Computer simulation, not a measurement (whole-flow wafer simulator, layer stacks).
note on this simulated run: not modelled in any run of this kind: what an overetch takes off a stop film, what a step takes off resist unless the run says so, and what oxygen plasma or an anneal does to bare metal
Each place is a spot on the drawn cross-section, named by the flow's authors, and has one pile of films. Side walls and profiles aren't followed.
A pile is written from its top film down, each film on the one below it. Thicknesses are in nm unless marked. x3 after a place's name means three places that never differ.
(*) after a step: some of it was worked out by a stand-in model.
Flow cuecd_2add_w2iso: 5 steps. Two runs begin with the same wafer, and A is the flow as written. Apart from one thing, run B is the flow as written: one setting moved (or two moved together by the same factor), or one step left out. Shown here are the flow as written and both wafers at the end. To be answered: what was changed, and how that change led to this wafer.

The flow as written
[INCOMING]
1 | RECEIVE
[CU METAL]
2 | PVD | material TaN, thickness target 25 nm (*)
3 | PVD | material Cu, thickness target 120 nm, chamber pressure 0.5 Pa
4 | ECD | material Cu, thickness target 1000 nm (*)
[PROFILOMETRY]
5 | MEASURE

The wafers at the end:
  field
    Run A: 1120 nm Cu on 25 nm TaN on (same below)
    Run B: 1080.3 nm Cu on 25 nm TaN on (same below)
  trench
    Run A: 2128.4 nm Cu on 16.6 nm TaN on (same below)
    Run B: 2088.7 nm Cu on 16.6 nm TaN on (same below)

What caused this: step 3, PVD: thickness target 80.3 nm was run, though the flow has thickness target 120 nm.

Step by step, how the change led to this:
  3 | PVD | material Cu, thickness target 120 nm, chamber pressure 0.5 Pa
      field: A +120 Cu (new film) | B +80.3 Cu (new film)
      trench: A +80.8 Cu (new film) | B +54.2 Cu (new film)
